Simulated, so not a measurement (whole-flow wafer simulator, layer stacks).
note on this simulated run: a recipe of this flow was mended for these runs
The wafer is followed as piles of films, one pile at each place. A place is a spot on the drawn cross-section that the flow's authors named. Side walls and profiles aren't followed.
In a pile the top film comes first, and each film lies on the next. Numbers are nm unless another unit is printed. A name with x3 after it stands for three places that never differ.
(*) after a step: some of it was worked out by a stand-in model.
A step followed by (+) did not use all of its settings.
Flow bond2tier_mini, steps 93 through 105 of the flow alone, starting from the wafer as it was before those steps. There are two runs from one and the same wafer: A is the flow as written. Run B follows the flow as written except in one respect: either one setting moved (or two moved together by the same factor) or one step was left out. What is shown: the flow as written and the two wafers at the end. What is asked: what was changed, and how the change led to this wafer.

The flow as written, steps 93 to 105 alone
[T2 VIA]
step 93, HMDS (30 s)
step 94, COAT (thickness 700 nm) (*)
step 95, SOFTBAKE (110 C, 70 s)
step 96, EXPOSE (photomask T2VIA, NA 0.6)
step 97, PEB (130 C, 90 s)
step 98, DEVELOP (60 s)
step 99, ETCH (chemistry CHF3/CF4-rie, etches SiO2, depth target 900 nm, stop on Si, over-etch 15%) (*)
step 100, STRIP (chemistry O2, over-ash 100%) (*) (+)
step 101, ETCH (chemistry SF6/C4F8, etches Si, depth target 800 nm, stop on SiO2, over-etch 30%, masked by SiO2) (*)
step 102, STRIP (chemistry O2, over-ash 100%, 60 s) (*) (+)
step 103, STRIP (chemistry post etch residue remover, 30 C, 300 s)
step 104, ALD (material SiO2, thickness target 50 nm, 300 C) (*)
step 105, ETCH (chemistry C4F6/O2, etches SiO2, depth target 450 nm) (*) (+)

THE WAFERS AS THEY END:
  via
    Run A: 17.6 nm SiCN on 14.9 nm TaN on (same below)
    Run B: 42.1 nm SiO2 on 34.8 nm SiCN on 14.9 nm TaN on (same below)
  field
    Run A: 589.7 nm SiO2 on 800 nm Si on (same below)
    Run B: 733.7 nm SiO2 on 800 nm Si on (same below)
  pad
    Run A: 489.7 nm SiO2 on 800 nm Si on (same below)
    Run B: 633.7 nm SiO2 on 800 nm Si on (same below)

What caused this: step 104, ALD: thickness target 32 nm was run, though the flow has thickness target 50 nm; step 105, ETCH: depth target 288 nm was run, where the flow has depth target 450 nm.

Step by step, how the change led to this:
  step 104, ALD (material SiO2, thickness target 50 nm, 300 C) (*)
      field, pad, via: A +50 SiO2 | B +32 SiO2
  step 105, ETCH (chemistry C4F6/O2, etches SiO2, depth target 450 nm) (*) (+)
      via: A -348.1 SiO2 (all of it), -17.2 SiCN | B -288 SiO2
      field, pad: A -450 SiO2 | B -288 SiO2
